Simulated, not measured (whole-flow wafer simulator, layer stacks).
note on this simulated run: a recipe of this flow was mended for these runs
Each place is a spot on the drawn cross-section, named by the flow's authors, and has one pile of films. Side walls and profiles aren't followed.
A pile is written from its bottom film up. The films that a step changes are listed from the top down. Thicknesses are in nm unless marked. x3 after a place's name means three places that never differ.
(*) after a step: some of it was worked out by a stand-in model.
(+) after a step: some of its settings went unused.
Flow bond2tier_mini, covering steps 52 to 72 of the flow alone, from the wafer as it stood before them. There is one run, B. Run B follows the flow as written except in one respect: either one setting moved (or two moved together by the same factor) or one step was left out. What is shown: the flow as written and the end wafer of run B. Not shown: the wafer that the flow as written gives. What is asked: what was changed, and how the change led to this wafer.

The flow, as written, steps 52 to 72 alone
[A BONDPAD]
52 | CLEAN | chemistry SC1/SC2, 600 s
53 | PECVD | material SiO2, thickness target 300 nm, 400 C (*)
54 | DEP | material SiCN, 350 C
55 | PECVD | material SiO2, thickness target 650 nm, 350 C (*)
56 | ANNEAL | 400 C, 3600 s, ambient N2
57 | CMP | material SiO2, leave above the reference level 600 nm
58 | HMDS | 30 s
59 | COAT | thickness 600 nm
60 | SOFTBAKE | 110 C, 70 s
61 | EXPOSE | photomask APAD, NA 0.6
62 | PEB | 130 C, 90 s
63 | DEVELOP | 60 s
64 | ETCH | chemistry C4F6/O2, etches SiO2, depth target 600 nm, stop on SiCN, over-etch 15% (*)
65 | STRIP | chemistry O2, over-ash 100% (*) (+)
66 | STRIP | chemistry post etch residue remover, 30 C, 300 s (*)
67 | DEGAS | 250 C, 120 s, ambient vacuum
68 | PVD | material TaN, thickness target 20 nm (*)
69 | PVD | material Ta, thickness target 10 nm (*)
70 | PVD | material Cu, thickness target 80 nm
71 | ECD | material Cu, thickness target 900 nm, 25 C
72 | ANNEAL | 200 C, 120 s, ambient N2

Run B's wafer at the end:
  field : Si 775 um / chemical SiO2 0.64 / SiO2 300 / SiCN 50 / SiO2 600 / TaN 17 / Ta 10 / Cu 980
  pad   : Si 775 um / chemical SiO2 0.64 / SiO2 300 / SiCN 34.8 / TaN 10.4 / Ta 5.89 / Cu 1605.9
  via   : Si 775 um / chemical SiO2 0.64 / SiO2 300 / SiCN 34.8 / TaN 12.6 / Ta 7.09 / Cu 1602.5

The reason: step 68, PVD: thickness target 17 nm was run, though the flow has thickness target 20 nm.
The wafer itself shows it: field has TaN 17, and step 68 as written asks for 20 nm.

The path from the change to this, step by step:
  68 | PVD | material TaN, thickness target 20 nm (*)
      field: +17 TaN (new film) (as written it would have been: +20 TaN (new film))
      pad: +10.4 TaN (new film) (as written it would have been: +12.3 TaN (new film))
      (and at 1 other place as well)
